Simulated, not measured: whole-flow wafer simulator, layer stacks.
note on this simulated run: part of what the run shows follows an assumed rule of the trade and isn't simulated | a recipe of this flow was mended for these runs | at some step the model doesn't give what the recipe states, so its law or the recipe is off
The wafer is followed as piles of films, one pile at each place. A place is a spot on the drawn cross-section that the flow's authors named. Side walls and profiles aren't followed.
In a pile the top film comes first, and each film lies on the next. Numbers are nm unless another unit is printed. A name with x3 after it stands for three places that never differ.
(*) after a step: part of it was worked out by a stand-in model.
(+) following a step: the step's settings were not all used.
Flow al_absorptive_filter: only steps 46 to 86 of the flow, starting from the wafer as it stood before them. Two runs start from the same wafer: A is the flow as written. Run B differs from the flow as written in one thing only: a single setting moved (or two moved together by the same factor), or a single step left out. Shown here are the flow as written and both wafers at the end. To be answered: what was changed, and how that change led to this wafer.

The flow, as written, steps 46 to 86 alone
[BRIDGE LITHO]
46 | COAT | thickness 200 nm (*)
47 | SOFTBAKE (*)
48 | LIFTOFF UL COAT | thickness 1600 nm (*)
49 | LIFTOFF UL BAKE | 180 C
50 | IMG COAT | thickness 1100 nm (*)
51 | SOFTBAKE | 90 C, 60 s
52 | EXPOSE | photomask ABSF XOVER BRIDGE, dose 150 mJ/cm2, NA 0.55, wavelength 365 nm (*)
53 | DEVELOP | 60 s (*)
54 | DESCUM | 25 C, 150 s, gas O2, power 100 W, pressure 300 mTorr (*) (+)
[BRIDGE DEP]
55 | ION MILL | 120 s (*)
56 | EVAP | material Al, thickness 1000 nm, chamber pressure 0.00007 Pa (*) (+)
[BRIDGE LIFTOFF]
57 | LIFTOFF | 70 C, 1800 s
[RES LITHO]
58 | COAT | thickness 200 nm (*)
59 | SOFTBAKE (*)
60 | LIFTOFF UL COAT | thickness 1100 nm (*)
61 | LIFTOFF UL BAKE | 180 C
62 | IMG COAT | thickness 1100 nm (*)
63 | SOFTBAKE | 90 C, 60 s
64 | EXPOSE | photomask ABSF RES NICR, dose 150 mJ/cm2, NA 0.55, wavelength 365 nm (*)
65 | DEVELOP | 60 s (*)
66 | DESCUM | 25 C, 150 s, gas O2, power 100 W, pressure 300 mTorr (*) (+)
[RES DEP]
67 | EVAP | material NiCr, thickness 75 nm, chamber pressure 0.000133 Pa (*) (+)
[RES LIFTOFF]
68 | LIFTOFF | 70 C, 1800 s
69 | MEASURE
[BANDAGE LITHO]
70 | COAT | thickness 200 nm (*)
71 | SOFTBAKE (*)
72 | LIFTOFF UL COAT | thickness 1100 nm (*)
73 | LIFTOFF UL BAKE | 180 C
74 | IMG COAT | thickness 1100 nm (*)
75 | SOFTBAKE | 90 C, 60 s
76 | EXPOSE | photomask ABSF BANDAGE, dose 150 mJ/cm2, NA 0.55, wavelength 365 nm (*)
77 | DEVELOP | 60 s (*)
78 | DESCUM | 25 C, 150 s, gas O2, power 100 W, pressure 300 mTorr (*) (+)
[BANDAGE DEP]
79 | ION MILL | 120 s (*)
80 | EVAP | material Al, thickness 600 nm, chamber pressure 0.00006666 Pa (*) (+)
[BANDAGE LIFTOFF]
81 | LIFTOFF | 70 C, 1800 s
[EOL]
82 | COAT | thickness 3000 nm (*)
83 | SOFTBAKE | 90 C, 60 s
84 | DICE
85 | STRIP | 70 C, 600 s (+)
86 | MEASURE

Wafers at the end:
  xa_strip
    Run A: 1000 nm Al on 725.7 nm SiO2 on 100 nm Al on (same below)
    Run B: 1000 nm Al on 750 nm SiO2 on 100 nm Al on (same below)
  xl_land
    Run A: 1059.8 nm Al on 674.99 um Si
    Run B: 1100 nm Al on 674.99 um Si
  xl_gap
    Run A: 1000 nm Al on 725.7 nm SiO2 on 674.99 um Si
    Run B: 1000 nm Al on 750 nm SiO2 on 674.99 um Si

Cause: step 55, ION MILL: 120 s (*), was omitted.

How this came from the change, step by step:
  57 | LIFTOFF | 70 C, 1800 s
      gnd, xa_field, idc_field: A Al loses 1000 (all of it), i-line-resist loses 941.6 (all of it), lift-off-underlayer loses 1600 (all of it), acrylic-e-beam-resist loses 200 (all of it) | B Al loses 1000 (all of it), i-line-resist loses 967.8 (all of it), lift-off-underlayer loses 1600 (all of it), acrylic-e-beam-resist loses 200 (all of it)
      pad_far: A Al loses 1000 (all of it), i-line-resist loses 940.5 (all of it), lift-off-underlayer loses 1591.1 (all of it), acrylic-e-beam-resist loses 198.5 (all of it) | B Al loses 1000 (all of it), i-line-resist loses 966.7 (all of it), lift-off-underlayer loses 1591.1 (all of it), acrylic-e-beam-resist loses 198.5 (all of it)
      (also at 6 further places)
  68 | LIFTOFF | 70 C, 1800 s
      xa_strip: A NiCr loses 75 (all of it), i-line-resist loses 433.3 (all of it), lift-off-underlayer loses 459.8 (all of it), acrylic-e-beam-resist loses 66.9 (all of it) | B NiCr loses 75 (all of it), i-line-resist loses 423.6 (all of it), lift-off-underlayer loses 453.9 (all of it), acrylic-e-beam-resist loses 65.7 (all of it)
  81 | LIFTOFF | 70 C, 1800 s
      xa_strip: A Al loses 600 (all of it), i-line-resist loses 439.6 (all of it), lift-off-underlayer loses 459.8 (all of it), acrylic-e-beam-resist loses 66.9 (all of it) | B Al loses 600 (all of it), i-line-resist loses 429.9 (all of it), lift-off-underlayer loses 453.9 (all of it), acrylic-e-beam-resist loses 65.7 (all of it)
  83 | SOFTBAKE | 90 C, 60 s
      xl_gap: A i-line-resist loses 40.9 | B i-line-resist loses 39.8
      xl_turn: A i-line-resist loses 52 | B i-line-resist loses 50.6
